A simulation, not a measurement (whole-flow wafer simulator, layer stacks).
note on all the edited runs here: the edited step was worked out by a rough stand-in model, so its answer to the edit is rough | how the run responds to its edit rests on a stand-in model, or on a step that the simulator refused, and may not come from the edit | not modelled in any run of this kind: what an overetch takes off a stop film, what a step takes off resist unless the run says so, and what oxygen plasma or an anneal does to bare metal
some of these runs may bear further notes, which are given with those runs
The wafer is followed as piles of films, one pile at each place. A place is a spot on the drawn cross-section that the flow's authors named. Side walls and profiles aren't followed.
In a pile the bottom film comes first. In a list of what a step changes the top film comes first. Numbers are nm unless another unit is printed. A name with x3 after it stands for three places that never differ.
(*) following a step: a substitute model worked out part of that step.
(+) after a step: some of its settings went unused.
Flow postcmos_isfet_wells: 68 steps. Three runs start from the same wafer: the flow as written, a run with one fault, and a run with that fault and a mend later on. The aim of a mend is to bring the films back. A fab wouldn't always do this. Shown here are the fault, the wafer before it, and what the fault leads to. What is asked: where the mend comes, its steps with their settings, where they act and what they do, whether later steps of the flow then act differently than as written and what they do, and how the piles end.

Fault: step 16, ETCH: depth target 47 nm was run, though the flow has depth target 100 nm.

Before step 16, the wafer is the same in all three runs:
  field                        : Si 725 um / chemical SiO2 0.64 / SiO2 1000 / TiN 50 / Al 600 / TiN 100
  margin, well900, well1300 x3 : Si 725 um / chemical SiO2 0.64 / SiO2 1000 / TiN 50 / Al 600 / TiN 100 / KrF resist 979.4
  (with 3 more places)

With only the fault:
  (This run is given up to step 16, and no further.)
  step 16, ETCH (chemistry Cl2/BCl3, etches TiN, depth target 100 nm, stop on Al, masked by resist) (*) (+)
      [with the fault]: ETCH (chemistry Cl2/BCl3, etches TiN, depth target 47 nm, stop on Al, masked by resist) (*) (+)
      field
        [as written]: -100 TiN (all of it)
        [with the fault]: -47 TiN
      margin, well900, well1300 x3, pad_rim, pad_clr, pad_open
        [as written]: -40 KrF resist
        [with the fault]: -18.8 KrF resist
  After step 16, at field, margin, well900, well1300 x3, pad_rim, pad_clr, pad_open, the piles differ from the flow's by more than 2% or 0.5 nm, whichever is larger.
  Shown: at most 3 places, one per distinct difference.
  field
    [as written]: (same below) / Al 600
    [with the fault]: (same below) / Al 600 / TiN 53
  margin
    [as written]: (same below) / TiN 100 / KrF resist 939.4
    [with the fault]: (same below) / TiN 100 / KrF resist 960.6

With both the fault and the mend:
  The mend stands after step 16.
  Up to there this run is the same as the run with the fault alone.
  step 16a, ETCH (chemistry Cl2/BCl3, etches TiN, depth target 53 nm, stop on Al, masked by resist) (the flow's step 16 again, with other settings)
      margin, well900, well1300 x3, pad_rim, pad_clr, pad_open
        -21.2 KrF resist
      field
        -53 TiN (all of it)
  Later steps of the flow that are run all act as written at every place that is followed.
  By the end, the piles equal the flow's at every place that both follow.
